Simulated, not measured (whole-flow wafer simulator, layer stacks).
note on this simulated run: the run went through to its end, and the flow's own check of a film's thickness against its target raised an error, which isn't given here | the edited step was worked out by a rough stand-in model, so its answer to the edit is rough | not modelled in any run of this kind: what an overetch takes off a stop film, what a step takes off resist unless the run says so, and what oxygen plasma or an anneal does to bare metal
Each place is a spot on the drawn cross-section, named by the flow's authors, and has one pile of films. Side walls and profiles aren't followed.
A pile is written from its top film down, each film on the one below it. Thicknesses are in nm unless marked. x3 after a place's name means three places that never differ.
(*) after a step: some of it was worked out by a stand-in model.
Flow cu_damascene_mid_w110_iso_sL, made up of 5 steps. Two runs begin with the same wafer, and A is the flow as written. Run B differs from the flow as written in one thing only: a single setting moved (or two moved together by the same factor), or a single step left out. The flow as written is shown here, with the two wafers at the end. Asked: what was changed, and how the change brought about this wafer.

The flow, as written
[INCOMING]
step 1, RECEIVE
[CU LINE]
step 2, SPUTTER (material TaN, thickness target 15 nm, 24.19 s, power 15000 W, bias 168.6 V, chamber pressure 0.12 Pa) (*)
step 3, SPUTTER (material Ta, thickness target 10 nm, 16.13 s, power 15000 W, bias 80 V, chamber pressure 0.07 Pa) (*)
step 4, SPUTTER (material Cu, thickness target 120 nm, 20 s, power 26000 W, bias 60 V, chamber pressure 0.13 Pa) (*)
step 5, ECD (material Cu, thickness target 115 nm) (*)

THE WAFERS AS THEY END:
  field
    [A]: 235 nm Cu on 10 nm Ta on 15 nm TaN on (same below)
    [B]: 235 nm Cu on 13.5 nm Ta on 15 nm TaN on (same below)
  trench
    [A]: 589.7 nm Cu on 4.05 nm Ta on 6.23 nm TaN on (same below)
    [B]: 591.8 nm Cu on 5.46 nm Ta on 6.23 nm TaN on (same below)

What caused this: step 3, SPUTTER: thickness target 13.5 nm was run, while the flow as written has thickness target 10 nm; step 3, SPUTTER: 21.78 s was run, where the flow has 16.13 s.
The wafer lets one read it off: field has Ta 13.5, and step 3 as written asks for 10 nm.

How this came from the change, step by step:
  step 3, SPUTTER (material Ta, thickness target 10 nm, 16.13 s, power 15000 W, bias 80 V, chamber pressure 0.07 Pa) (*)
      field: A Ta gains 10 (new film) | B Ta gains 13.5 (new film)
      trench: A Ta gains 4.05 (new film) | B Ta gains 5.46 (new film)
